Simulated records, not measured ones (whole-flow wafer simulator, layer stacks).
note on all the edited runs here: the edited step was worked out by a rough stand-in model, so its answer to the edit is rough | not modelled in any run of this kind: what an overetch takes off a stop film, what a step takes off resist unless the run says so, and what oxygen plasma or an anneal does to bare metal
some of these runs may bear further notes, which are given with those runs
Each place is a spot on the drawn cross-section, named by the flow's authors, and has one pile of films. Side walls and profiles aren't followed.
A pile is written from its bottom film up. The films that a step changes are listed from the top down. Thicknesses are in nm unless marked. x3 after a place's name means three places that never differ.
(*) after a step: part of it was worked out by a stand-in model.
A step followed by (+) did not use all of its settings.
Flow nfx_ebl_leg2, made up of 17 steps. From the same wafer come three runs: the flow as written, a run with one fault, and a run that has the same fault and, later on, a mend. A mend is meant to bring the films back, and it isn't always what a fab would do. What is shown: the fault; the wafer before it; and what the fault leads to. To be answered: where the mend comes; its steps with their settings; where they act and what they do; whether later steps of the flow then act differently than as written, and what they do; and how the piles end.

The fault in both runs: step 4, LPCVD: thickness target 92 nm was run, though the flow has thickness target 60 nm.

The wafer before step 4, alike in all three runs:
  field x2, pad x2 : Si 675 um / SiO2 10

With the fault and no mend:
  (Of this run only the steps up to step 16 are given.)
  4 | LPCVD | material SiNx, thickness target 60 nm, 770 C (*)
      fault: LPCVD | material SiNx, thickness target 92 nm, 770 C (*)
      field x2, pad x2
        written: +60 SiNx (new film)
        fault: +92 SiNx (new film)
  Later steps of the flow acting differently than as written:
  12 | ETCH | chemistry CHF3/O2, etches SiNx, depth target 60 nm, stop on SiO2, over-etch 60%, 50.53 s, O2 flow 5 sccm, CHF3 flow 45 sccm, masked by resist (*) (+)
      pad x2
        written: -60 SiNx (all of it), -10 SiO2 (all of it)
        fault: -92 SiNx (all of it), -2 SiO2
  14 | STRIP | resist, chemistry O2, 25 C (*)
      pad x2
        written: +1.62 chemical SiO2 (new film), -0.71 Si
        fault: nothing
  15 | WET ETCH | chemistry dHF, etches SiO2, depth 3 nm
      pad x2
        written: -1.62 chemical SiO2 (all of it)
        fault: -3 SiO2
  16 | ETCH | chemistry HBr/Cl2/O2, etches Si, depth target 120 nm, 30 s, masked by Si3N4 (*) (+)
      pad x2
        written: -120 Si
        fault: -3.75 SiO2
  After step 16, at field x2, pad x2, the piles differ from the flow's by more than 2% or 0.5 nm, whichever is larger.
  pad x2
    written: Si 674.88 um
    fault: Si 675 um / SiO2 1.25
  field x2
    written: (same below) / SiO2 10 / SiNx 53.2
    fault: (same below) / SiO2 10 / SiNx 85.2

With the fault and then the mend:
  The mend follows step 5.
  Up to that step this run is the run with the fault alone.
  5a | ETCH | chemistry h3po4, depth target 105.8 nm
      field x2, pad x2
        -92 SiNx (all of it)
  5b | CLEAN | chemistry SC1/SC2 (a further turn of the flow's step 2)
      does not change any film at any place that is followed
  5c | LPCVD | material SiNx, thickness target 60 nm, 770 C (*) (a further turn of the flow's step 4)
      field x2, pad x2
        +60 SiNx (new film)
  None of the later steps of the flow acts differently than as written at any place that is followed.
  By the end, the piles equal the flow's at every place that both follow.
